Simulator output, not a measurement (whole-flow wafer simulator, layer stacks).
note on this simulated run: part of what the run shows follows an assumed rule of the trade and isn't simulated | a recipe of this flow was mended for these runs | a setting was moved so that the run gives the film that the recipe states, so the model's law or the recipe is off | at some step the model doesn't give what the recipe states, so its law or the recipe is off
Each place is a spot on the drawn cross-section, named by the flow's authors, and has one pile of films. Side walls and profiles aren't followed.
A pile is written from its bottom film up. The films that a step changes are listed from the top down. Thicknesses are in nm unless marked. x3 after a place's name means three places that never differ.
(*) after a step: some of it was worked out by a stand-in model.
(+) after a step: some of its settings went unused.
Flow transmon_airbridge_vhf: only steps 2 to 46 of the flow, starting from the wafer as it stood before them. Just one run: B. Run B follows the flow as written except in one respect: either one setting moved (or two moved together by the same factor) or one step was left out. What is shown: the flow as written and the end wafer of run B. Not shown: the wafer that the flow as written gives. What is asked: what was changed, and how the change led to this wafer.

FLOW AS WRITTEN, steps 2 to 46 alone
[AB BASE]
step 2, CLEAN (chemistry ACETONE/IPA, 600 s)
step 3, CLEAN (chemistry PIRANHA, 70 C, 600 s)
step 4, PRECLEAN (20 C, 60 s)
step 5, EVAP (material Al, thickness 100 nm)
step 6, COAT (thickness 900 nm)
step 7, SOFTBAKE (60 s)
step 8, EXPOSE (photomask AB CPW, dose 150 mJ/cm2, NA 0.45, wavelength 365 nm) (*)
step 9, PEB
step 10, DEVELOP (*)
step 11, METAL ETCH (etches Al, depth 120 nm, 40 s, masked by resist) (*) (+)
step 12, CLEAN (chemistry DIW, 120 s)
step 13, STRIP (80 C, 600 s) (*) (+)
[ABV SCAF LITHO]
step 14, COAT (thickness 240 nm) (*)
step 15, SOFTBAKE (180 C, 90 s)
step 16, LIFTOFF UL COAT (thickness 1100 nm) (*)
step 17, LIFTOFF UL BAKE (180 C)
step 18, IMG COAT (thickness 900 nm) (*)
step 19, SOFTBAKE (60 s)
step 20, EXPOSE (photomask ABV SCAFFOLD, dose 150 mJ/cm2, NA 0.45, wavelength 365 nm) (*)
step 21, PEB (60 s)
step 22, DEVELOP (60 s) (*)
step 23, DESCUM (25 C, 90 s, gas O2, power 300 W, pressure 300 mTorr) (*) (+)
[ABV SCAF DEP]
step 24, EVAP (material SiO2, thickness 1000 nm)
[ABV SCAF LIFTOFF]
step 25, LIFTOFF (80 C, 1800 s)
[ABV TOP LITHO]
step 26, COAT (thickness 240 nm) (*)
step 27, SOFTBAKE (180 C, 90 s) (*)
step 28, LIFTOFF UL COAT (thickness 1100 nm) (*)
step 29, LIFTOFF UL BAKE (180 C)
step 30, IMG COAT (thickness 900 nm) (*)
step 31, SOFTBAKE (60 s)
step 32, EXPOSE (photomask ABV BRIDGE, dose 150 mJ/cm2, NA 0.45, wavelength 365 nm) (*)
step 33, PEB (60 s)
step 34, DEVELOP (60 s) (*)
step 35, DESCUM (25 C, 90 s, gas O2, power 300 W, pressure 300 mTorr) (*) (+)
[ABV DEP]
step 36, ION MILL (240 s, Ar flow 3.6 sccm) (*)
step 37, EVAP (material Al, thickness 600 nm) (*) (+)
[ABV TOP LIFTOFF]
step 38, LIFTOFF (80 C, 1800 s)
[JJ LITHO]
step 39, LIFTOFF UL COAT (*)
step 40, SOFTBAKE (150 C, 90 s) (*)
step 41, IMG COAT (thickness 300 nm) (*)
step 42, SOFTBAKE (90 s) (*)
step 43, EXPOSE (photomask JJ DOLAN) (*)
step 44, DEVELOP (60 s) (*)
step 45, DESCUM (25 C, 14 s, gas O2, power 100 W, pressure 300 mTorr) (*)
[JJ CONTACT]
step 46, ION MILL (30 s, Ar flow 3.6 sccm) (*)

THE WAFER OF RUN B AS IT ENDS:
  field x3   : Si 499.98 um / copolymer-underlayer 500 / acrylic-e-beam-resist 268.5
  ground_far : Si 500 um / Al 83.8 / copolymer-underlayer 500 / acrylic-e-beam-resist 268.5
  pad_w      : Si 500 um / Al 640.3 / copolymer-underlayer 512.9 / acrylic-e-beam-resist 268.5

What caused this: step 5, EVAP: thickness 83.8 nm was run, while the flow as written has thickness 100 nm; step 36, ION MILL: 201 s was run, where the flow has 240 s.
The wafer lets one read it off: ground_far has Al 83.8, and step 5 as written asks for 100 nm.

Step by step, how the change led to this:
  step 5, EVAP (material Al, thickness 100 nm)
      field x3, jj_line, ground_far and 12 more: +83.8 Al (new film) (as written it would have been: +100 Al (new film))
  step 11, METAL ETCH (etches Al, depth 120 nm, 40 s, masked by resist) (*) (+)
      field x3, jj_line, gap_w, gap_e: -70.5 Al (all of it), -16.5 Si (as written it would have been: -86.7 Al (all of it), -11.1 Si)
  step 36, ION MILL (240 s, Ar flow 3.6 sccm) (*)
      field x3, jj_line, ground_far, trace_open_s x2, margin_s, margin_n: -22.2 i-line-resist (as written it would have been: -26.5 i-line-resist)
      flank_w, gap_w, cpw_trace, gap_e, flank_e, bridge_strip: -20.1 SiO2 (as written it would have been: -24 SiO2)
      (also at 2 further places)
